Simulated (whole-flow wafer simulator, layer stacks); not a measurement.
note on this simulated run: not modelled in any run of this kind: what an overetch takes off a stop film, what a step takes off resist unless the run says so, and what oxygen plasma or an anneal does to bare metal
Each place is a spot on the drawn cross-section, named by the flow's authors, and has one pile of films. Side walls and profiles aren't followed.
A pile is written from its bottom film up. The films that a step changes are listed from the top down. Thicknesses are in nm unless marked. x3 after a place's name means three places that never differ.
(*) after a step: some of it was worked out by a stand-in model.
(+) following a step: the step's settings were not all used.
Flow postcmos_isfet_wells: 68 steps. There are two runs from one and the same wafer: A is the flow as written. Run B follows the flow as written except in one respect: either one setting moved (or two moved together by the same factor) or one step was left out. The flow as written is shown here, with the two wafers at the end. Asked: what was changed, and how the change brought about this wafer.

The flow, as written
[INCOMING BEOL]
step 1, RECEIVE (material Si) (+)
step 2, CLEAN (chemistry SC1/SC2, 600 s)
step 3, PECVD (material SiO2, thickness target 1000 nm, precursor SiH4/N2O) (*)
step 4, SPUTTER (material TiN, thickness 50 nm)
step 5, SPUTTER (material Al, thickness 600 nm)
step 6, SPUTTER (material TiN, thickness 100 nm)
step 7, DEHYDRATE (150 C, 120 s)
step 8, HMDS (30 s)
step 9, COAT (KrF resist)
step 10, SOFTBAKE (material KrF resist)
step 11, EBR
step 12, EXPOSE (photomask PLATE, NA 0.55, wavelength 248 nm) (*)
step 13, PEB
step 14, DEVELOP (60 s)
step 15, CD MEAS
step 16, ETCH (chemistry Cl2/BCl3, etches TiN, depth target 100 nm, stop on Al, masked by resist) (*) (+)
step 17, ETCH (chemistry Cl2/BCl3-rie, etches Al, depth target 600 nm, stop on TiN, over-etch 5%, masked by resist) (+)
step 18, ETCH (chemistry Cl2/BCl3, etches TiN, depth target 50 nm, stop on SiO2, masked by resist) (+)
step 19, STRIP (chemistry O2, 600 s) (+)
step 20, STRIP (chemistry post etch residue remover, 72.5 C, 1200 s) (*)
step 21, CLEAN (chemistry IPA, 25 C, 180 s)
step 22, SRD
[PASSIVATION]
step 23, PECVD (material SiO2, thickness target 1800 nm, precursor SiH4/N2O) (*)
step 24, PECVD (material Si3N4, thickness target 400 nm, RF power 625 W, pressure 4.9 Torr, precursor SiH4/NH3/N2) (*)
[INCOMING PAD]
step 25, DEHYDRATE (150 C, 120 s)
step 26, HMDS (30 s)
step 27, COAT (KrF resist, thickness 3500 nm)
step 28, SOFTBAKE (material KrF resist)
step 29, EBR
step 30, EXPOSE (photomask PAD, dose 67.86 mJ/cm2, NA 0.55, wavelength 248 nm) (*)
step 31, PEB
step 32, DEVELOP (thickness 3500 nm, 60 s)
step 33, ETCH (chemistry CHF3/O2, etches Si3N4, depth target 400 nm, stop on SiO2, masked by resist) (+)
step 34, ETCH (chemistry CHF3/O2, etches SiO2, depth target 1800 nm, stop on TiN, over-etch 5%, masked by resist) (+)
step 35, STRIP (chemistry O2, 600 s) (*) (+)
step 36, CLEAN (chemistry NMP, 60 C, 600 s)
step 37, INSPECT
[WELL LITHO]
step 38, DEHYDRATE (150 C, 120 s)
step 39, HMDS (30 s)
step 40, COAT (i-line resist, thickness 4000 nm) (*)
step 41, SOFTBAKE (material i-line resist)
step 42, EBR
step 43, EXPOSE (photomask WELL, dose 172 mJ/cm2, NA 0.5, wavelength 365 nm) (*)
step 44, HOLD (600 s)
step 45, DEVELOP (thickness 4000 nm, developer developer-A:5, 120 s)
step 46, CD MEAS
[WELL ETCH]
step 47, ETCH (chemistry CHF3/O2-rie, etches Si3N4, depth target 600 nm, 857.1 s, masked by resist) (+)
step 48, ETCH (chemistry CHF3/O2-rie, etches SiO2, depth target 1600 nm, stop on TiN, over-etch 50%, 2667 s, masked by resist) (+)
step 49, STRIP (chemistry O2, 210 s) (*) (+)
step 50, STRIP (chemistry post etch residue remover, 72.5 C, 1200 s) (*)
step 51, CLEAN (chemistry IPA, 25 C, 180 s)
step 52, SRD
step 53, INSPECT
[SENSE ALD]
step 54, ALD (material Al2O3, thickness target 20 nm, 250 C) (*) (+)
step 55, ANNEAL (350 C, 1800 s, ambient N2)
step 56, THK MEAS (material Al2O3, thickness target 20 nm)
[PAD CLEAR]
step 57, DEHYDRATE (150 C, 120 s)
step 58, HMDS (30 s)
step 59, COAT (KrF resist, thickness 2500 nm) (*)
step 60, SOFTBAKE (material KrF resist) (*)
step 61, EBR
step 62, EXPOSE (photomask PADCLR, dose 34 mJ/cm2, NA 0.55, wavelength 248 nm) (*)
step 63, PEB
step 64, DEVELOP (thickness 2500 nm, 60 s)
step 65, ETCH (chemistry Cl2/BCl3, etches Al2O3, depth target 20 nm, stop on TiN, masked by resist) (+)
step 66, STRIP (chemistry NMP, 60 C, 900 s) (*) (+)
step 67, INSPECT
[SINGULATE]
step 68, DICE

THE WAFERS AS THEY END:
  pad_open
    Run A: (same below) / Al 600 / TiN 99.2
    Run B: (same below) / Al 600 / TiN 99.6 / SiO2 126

Cause: step 33, ETCH: depth target 280 nm was run, whereas the flow has depth target 400 nm.

How this came from the change, step by step:
  step 33, ETCH (chemistry CHF3/O2, etches Si3N4, depth target 400 nm, stop on SiO2, masked by resist) (+)
      pad_open: A -400 Si3N4 (all of it) | B -280 Si3N4
      field, margin, well900, well1300 x3, pad_rim, pad_clr: A -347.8 KrF resist | B -243.5 KrF resist
  step 34, ETCH (chemistry CHF3/O2, etches SiO2, depth target 1800 nm, stop on TiN, over-etch 5%, masked by resist) (+)
      pad_open: A -1800 SiO2 (all of it) | B -120 Si3N4 (all of it), -1674 SiO2
  step 35, STRIP (chemistry O2, 600 s) (*) (+)
      field, margin, well900, well1300 x3, pad_rim, pad_clr: A -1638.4 KrF resist (all of it) | B -1742.8 KrF resist (all of it)
  step 41, SOFTBAKE (material i-line resist)
      pad_clr: A -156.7 i-line resist | B -144.1 i-line resist
      pad_open: A +115.3 i-line resist | B +109.7 i-line resist
  step 49, STRIP (chemistry O2, 210 s) (*) (+)
      pad_clr: A -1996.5 i-line resist (all of it) | B -2048.4 i-line resist (all of it)
  step 59, COAT (KrF resist, thickness 2500 nm) (*)
      pad_clr: A +1691.6 KrF resist (new film) | B +1733.9 KrF resist (new film)
  step 60, SOFTBAKE (material KrF resist) (*)
      pad_clr: A -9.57 KrF resist | B -9.06 KrF resist
  step 64, DEVELOP (thickness 2500 nm, 60 s)
      pad_clr: A -1682 KrF resist (all of it) | B -1724.8 KrF resist (all of it)
